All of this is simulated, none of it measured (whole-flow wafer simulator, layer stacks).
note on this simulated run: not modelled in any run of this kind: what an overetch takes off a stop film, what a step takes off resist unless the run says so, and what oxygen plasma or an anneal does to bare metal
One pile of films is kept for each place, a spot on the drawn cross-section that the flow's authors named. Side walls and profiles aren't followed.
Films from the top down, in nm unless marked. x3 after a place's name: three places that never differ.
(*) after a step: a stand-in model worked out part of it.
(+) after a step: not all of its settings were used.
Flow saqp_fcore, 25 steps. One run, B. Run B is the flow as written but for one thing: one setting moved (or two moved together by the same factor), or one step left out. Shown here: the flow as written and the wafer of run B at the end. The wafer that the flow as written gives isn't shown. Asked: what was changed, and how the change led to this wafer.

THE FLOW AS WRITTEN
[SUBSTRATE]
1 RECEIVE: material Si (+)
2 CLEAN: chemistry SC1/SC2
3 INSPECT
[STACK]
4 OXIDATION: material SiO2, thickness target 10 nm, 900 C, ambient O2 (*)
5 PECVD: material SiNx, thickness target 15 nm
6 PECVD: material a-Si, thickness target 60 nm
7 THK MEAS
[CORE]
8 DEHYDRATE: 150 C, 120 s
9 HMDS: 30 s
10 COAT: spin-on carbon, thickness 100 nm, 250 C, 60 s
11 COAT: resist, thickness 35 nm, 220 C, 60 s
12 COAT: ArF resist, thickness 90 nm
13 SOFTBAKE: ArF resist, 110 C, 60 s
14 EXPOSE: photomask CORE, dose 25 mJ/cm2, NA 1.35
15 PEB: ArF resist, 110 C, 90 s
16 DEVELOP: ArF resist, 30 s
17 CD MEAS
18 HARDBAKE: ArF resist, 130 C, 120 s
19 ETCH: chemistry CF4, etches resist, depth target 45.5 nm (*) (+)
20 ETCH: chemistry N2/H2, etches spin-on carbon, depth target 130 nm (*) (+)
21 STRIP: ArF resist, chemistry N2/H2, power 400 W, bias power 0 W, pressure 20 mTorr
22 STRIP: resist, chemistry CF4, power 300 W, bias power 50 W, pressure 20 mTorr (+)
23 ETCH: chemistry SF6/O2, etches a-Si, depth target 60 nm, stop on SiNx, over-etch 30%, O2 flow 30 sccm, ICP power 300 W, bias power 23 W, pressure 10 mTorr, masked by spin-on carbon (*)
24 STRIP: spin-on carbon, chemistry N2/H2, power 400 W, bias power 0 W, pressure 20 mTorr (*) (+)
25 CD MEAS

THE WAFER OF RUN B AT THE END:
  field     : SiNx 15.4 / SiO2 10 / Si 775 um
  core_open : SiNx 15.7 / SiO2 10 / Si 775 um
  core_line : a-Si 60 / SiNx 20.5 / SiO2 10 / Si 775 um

The cause: step 5, PECVD: thickness target 20.5 nm was run, where the flow has thickness target 15 nm.
It can be read off the wafer: core_line has SiNx 20.5, and step 5 as written asks for 15 nm.

How the change led to this, step by step:
  5 PECVD: material SiNx, thickness target 15 nm
      field, core_open, core_line: SiNx +20.5 (new film) (as written it would be: SiNx +15 (new film))
